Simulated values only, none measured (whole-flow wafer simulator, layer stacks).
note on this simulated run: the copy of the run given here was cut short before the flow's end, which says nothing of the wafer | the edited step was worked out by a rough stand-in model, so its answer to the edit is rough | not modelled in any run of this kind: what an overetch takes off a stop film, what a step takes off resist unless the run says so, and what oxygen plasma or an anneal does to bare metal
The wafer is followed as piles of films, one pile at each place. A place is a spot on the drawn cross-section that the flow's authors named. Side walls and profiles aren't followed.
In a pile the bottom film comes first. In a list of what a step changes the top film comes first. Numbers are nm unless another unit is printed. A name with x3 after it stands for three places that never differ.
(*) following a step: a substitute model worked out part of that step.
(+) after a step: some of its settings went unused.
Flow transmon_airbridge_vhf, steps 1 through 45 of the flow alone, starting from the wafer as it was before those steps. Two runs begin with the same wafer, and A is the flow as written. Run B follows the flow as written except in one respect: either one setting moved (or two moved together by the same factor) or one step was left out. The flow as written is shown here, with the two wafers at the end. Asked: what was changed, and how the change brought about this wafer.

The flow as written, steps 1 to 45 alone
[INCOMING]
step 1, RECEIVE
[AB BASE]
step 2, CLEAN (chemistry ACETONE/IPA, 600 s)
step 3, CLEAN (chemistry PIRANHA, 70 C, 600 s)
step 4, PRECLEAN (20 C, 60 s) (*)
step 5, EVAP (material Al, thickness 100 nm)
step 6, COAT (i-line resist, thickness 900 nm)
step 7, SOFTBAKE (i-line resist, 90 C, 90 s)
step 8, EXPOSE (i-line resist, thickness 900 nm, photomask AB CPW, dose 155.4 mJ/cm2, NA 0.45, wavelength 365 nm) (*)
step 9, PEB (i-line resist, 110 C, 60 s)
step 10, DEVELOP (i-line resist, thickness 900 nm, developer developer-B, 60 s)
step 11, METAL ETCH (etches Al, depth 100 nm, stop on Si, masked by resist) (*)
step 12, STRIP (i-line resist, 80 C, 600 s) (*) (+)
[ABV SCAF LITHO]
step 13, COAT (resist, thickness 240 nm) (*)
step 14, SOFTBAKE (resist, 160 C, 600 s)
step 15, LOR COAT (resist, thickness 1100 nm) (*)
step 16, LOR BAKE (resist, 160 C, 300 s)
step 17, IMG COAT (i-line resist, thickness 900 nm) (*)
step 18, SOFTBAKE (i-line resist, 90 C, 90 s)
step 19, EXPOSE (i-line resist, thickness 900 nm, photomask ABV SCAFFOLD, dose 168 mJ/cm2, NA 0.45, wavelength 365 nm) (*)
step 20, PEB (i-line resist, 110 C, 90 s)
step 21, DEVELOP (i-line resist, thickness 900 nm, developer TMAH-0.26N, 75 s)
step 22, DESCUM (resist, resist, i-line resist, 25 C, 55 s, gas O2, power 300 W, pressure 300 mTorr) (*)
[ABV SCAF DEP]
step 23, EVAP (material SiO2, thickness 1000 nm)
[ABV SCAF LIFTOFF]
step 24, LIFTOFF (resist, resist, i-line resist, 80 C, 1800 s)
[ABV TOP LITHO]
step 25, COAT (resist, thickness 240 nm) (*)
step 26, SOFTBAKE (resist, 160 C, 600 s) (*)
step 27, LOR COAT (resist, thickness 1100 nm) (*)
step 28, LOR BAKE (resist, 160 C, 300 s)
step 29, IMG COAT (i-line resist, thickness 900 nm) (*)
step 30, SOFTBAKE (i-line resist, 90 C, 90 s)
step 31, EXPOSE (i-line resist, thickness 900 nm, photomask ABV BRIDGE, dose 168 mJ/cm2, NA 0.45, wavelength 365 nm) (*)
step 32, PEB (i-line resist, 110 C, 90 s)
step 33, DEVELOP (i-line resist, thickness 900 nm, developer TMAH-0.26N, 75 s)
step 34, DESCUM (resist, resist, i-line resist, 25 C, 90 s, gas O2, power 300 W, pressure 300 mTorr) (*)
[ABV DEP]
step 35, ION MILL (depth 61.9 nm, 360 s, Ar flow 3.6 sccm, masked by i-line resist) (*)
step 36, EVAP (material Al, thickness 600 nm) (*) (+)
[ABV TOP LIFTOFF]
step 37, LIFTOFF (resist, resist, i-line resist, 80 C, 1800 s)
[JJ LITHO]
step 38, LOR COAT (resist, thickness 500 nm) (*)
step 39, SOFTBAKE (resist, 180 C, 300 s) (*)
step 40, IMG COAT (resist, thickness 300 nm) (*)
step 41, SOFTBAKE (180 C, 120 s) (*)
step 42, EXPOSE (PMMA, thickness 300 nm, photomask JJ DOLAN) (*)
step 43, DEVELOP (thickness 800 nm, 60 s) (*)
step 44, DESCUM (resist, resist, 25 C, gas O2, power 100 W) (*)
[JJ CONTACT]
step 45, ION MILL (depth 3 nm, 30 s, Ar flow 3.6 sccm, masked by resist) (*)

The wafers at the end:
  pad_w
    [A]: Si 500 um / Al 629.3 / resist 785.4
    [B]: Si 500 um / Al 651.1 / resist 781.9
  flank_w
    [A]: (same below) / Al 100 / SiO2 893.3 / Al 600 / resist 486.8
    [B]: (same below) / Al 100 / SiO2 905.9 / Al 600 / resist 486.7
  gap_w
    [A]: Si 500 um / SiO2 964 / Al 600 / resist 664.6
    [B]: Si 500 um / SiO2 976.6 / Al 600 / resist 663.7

What caused this: step 35, ION MILL: depth 40.2 nm was run, though the flow has depth 61.9 nm; step 35, ION MILL: 234 s was run, where the flow has 360 s.

The path from the change to this, step by step:
  step 35, ION MILL (depth 61.9 nm, 360 s, Ar flow 3.6 sccm, masked by i-line resist) (*)
      field x3, jj_line, ground_far, trace_open_s x2, margin_s, margin_n: A i-line resist loses 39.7 | B i-line resist loses 25.8
      flank_w, gap_w, cpw_trace, gap_e, flank_e, bridge_strip: A SiO2 loses 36 | B SiO2 loses 23.4
      (also at 2 further places)
  step 37, LIFTOFF (resist, resist, i-line resist, 80 C, 1800 s)
      field x3, jj_line, trace_open_s x2: A Al loses 600 (all of it), i-line resist loses 600 (all of it), resist loses 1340 (all of it) | B Al loses 600 (all of it), i-line resist loses 613.9 (all of it), resist loses 1340 (all of it)
      margin_s, margin_n: A Al loses 600 (all of it), i-line resist loses 318.3 (all of it), resist loses 992 (all of it) | B Al loses 600 (all of it), i-line resist loses 332.2 (all of it), resist loses 992 (all of it)
